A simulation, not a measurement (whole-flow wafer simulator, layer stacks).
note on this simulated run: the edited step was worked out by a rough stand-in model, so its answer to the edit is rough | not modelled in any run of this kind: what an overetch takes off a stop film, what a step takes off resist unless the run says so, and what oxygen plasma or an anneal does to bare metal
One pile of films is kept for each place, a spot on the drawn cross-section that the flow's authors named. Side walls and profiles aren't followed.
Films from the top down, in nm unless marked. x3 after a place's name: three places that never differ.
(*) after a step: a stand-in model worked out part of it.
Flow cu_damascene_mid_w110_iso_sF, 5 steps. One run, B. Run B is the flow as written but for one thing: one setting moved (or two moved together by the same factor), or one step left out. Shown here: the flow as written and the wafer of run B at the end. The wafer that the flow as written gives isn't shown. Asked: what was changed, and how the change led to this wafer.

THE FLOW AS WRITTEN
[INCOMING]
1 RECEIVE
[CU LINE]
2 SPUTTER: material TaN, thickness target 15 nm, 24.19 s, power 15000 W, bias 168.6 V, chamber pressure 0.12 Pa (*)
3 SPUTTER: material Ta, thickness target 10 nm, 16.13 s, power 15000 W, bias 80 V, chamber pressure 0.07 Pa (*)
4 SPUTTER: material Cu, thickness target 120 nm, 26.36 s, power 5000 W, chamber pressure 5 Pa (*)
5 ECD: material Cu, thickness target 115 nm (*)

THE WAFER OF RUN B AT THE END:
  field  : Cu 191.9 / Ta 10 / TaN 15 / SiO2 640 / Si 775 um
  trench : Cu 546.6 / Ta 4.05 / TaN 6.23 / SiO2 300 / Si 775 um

The cause: step 5, ECD: thickness target 71.9 nm was run, where the flow has thickness target 115 nm.

How the change led to this, step by step:
  5 ECD: material Cu, thickness target 115 nm (*)
      field: Cu +71.9 (as written it would be: Cu +115)
      trench: Cu +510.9 (as written it would be: Cu +554)
